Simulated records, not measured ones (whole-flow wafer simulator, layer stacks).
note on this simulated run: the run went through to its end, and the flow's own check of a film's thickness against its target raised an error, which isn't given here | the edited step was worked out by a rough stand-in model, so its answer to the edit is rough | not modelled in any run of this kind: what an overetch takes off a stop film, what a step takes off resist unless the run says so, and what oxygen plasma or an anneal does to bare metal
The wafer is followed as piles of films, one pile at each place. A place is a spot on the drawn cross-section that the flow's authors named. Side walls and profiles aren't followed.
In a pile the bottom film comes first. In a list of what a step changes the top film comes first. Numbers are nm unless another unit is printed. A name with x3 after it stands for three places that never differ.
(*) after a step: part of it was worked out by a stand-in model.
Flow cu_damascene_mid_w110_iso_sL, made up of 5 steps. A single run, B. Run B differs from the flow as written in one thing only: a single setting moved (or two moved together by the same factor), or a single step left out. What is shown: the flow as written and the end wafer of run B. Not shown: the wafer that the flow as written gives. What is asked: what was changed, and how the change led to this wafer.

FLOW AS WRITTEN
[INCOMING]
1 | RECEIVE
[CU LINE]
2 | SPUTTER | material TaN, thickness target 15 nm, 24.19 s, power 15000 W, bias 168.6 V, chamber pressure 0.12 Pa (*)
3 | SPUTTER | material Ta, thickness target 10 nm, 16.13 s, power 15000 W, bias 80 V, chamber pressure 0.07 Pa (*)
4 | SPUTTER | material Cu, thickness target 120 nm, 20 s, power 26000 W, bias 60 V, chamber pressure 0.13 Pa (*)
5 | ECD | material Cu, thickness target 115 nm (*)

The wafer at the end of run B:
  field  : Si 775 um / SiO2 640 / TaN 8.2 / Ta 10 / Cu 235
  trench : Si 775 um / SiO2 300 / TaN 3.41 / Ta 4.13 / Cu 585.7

Cause: step 2, SPUTTER: thickness target 8.2 nm was run, though the flow has thickness target 15 nm; step 2, SPUTTER: 13.3 s was run, where the flow has 24.19 s.
The wafer lets one read it off: field has TaN 8.2, and step 2 as written asks for 15 nm.

Step by step, how the change led to this:
  2 | SPUTTER | material TaN, thickness target 15 nm, 24.19 s, power 15000 W, bias 168.6 V, chamber pressure 0.12 Pa (*)
      field: +8.2 TaN (new film) (it would be, as written: +15 TaN (new film))
      trench: +3.41 TaN (new film) (it would be, as written: +6.23 TaN (new film))
  4 | SPUTTER | material Cu, thickness target 120 nm, 20 s, power 26000 W, bias 60 V, chamber pressure 0.13 Pa (*)
      trench: +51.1 Cu (new film) (it would be, as written: +49.9 Cu (new film))
